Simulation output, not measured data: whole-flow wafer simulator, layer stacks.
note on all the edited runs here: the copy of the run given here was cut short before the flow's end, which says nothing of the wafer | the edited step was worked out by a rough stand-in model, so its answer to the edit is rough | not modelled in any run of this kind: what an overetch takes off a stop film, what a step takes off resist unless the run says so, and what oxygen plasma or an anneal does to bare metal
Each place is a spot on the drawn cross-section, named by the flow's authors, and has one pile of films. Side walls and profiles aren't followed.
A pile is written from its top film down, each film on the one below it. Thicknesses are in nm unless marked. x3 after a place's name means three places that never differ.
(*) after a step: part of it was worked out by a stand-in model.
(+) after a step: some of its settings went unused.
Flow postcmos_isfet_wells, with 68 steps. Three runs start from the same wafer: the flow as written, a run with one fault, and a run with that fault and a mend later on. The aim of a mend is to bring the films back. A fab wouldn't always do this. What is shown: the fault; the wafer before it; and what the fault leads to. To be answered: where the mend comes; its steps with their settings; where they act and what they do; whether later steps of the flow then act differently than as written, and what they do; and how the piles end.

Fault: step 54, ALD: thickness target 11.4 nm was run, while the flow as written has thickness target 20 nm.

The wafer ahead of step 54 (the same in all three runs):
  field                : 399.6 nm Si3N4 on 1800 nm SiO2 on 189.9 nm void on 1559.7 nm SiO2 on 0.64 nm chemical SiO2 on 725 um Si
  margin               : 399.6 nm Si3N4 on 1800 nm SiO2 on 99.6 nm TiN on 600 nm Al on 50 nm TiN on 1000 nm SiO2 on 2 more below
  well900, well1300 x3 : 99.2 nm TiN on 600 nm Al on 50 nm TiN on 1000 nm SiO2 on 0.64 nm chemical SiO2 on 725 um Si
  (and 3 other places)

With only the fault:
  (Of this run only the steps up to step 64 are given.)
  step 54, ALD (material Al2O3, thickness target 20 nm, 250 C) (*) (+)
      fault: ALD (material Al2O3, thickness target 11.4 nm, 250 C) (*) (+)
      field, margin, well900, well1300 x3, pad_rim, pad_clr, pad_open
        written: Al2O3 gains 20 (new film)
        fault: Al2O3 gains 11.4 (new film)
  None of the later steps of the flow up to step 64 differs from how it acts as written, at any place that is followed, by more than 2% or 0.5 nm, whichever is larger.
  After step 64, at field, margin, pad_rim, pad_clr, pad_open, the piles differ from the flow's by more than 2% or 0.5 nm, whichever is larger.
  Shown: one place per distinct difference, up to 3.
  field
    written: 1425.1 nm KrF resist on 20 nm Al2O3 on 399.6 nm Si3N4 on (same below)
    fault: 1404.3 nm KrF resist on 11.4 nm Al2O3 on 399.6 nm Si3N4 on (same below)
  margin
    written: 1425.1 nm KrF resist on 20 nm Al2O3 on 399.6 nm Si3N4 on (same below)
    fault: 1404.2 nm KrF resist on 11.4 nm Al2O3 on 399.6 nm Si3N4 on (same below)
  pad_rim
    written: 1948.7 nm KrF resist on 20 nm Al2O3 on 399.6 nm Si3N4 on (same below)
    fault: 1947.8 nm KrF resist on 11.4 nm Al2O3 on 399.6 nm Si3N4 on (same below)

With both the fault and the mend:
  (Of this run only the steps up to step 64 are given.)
  After step 54 comes the mend.
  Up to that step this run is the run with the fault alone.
  step 54a, ALD (material Al2O3, thickness target 8.6 nm, 250 C) (*) (+) (the flow's step 54, run once more with other settings)
      field, margin, well900, well1300 x3, pad_rim, pad_clr, pad_open
        Al2O3 gains 8.6
  None of the later steps of the flow up to step 64 acts differently than as written at any place that is followed.
  The piles after step 64 are the same as the flow's at every place that both follow.
